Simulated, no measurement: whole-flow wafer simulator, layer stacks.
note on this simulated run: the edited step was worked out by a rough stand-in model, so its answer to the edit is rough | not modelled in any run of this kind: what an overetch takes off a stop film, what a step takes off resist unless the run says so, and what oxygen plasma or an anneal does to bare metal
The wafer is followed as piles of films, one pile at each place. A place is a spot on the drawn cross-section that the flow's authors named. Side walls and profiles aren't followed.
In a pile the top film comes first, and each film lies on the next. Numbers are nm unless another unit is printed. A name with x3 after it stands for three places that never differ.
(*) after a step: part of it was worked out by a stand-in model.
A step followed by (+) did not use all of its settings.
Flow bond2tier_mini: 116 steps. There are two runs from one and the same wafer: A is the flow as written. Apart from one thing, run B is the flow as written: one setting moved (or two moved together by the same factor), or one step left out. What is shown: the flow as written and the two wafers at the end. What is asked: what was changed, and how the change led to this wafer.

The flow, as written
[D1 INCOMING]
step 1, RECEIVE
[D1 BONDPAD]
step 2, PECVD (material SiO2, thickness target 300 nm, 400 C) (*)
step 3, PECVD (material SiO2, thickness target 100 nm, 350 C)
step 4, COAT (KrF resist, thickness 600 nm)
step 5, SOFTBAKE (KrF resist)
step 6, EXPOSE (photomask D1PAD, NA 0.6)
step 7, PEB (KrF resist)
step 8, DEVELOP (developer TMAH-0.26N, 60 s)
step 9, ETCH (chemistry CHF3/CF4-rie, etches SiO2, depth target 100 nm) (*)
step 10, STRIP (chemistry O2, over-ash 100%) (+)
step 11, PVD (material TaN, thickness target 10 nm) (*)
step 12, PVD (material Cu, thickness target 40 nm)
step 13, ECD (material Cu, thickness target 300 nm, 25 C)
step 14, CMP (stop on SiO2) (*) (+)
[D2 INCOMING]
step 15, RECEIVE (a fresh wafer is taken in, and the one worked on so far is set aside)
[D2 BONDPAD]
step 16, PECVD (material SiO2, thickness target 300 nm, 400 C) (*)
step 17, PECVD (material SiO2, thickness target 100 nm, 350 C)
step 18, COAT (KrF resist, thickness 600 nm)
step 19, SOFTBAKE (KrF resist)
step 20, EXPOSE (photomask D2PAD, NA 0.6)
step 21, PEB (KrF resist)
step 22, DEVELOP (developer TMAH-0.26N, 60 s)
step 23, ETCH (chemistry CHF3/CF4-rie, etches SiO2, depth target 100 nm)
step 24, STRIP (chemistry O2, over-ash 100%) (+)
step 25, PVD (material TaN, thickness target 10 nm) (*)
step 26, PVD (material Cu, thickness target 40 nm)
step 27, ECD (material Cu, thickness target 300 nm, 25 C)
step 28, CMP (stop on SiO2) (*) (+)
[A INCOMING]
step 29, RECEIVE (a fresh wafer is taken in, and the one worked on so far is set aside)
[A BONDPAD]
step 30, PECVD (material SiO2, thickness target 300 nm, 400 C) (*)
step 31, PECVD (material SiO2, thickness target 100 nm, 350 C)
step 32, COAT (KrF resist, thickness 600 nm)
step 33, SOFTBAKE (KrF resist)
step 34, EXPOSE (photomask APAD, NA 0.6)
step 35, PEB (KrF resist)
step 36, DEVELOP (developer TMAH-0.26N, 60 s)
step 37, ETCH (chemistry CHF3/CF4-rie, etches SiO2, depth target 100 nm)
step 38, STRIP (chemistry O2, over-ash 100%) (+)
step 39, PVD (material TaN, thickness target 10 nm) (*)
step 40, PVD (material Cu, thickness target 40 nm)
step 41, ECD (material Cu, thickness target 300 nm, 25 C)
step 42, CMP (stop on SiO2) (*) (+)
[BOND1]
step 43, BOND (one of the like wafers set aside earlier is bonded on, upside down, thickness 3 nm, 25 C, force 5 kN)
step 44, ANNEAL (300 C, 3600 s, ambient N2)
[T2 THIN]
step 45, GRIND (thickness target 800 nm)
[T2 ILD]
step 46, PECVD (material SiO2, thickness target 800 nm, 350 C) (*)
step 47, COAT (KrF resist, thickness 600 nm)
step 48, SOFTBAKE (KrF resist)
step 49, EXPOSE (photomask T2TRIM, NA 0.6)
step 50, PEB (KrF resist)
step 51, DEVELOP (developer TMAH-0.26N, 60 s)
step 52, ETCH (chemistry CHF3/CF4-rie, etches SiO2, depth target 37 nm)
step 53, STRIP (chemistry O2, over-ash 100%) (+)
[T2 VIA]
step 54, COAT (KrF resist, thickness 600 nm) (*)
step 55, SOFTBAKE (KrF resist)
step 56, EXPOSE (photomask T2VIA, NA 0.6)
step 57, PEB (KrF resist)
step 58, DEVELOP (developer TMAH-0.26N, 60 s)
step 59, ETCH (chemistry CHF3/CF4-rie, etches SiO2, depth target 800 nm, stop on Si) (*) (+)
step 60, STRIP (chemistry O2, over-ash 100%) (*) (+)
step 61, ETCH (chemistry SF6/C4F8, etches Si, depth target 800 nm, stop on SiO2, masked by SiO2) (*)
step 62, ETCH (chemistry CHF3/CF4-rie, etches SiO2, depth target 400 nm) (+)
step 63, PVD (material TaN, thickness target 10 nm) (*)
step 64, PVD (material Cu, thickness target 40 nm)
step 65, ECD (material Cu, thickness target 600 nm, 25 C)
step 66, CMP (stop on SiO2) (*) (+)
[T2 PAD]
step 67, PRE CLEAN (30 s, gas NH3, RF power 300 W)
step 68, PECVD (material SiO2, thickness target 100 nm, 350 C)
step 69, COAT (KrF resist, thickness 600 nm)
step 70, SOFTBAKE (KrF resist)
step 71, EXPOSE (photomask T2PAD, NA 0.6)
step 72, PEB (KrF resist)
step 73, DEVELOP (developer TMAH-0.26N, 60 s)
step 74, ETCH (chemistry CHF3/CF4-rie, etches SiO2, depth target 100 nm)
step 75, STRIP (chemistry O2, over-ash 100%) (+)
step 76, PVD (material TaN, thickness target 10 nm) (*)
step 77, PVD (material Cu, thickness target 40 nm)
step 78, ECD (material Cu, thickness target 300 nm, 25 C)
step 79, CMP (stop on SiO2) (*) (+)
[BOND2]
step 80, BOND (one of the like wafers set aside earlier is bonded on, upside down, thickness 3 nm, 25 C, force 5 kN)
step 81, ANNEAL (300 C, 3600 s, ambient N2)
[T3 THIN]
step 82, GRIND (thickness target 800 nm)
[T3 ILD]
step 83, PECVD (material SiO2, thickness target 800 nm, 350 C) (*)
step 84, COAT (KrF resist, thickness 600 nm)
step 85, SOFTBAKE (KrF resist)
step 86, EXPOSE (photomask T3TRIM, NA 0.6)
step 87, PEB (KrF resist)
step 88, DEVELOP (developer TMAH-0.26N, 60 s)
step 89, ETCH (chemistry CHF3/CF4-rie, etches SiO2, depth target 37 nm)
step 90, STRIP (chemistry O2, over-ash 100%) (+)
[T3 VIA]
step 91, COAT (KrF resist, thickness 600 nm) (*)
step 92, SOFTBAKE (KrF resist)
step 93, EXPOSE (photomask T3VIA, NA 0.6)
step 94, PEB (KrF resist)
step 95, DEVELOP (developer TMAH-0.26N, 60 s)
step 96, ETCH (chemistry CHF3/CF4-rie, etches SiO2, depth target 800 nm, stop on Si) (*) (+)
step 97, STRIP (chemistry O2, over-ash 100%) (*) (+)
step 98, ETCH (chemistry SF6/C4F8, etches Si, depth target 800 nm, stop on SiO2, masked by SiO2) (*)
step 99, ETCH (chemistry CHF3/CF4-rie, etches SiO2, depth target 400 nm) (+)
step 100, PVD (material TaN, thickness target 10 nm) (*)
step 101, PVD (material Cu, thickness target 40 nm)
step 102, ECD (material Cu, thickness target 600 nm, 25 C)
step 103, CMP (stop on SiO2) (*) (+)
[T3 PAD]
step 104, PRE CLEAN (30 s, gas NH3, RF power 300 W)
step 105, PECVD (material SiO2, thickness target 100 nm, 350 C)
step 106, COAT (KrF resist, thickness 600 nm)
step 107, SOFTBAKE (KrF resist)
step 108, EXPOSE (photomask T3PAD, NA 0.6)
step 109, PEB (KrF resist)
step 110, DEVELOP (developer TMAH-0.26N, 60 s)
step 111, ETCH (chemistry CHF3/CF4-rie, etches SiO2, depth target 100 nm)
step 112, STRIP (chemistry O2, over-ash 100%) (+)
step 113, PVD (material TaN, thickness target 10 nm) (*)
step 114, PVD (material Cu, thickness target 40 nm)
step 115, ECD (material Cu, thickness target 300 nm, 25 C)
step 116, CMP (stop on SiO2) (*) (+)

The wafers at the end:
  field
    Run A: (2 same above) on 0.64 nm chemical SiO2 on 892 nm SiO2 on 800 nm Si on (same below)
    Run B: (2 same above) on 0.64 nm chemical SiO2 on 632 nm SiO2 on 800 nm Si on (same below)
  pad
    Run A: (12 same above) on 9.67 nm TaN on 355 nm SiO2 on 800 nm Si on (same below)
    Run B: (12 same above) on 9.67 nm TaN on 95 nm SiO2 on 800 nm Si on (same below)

The reason: step 46, PECVD: thickness target 540 nm was run, while the flow as written has thickness target 800 nm.

How this came from the change, step by step:
  step 46, PECVD (material SiO2, thickness target 800 nm, 350 C) (*)
      field, pad, via: A +800 SiO2 (new film) | B +540 SiO2 (new film)
  step 59, ETCH (chemistry CHF3/CF4-rie, etches SiO2, depth target 800 nm, stop on Si) (*) (+)
      field, pad: A -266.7 KrF resist | B -251.5 KrF resist
      via: A -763 SiO2 (all of it) | B -503 SiO2 (all of it)
  step 60, STRIP (chemistry O2, over-ash 100%) (*) (+)
      field: A -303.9 KrF resist (all of it) | B -319.1 KrF resist (all of it)
      pad: A -336 KrF resist (all of it) | B -351.1 KrF resist (all of it)
